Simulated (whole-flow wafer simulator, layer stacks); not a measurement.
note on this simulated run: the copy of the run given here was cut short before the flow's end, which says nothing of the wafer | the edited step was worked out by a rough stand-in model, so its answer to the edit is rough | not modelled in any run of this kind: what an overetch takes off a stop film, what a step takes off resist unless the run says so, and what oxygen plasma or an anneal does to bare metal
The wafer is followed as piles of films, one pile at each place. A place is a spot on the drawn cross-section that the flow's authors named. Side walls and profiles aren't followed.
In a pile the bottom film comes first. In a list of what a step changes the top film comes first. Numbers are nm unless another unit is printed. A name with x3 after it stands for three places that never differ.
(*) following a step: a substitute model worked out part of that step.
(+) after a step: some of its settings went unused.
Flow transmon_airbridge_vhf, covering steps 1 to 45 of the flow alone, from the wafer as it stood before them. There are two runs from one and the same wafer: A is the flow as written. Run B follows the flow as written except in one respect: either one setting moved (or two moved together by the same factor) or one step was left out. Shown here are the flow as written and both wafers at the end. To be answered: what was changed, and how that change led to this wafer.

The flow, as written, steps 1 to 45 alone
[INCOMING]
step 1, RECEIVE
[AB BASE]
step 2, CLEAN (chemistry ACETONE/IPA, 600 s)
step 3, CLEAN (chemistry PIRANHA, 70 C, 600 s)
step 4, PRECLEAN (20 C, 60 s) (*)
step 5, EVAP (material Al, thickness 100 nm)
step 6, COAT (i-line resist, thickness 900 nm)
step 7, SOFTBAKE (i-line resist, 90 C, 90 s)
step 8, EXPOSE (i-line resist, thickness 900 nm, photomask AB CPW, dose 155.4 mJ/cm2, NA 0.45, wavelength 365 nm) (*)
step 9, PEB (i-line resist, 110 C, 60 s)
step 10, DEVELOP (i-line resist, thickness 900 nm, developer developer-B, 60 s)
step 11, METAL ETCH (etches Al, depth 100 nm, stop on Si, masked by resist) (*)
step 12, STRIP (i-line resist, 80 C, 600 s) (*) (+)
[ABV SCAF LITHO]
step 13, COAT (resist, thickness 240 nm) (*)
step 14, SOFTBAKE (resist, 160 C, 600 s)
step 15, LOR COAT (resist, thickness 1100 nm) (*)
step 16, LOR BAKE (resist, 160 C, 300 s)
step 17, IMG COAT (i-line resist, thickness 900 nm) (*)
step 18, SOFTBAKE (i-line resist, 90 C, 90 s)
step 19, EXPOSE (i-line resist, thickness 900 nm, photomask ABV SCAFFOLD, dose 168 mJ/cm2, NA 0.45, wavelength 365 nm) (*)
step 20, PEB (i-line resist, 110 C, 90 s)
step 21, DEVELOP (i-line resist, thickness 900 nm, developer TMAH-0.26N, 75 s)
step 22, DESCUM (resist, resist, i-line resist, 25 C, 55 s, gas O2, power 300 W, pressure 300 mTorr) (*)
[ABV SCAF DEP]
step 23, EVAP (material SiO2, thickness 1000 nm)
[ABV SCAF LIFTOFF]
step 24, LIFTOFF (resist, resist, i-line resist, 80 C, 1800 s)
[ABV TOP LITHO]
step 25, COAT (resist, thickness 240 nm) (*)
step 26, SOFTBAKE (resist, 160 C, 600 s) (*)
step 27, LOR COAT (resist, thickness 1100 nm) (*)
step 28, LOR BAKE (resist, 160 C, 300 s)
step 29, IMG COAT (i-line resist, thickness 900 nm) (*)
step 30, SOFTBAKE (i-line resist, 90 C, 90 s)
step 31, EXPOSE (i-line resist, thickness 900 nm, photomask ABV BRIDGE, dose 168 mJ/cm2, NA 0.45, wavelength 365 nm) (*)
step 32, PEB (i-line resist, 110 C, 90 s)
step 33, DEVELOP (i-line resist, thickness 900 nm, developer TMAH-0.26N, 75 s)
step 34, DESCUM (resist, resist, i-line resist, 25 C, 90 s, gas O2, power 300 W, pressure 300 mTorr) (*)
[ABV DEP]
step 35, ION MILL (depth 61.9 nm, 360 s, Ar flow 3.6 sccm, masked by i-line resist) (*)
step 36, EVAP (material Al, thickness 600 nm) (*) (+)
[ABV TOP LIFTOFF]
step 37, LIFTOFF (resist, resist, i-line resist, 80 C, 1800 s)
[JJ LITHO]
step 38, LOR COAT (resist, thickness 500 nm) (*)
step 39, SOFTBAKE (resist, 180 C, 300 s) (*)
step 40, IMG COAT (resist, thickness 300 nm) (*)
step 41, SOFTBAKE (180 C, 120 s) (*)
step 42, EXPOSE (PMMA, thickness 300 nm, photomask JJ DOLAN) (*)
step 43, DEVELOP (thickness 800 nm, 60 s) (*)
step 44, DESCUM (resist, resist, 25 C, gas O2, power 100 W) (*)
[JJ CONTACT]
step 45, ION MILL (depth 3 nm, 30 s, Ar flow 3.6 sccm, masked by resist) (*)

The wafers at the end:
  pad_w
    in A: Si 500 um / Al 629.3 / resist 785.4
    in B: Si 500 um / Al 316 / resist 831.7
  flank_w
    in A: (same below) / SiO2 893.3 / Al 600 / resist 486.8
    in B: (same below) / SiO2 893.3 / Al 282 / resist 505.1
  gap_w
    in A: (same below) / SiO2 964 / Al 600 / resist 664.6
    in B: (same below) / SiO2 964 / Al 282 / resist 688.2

Cause: step 36, EVAP: thickness 282 nm was run, though the flow has thickness 600 nm.
The wafer lets one read it off: flank_w has Al 282, and step 36 as written asks for 600 nm.

The path from the change to this, step by step:
  step 36, EVAP (material Al, thickness 600 nm) (*) (+)
      field x3, jj_line, ground_far and 10 more: A Al gains 600 (new film) | B Al gains 282 (new film)
      pad_w, pad_e: A Al gains 591.2 | B Al gains 277.9
  step 37, LIFTOFF (resist, resist, i-line resist, 80 C, 1800 s)
      field x3, jj_line, trace_open_s x2: A Al loses 600 (all of it), i-line resist loses 600 (all of it), resist loses 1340 (all of it) | B Al loses 282 (all of it), i-line resist loses 600 (all of it), resist loses 1340 (all of it)
      margin_s, margin_n: A Al loses 600 (all of it), i-line resist loses 318.3 (all of it), resist loses 992 (all of it) | B Al loses 282 (all of it), i-line resist loses 318.3 (all of it), resist loses 992 (all of it)
      (also at 1 further place)
  step 38, LOR COAT (resist, thickness 500 nm) (*)
      pad_w, pad_e: A resist gains 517 (new film) | B resist gains 548.1 (new film)
      flank_w, flank_e: A resist gains 306.5 (new film) | B resist gains 314 (new film)
      (also at 6 further places)
  step 40, IMG COAT (resist, thickness 300 nm) (*)
      pad_w, pad_e: A resist gains 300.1 | B resist gains 315.3
      flank_w, flank_e: A resist gains 212.1 | B resist gains 222.9
      (also at 6 further places)
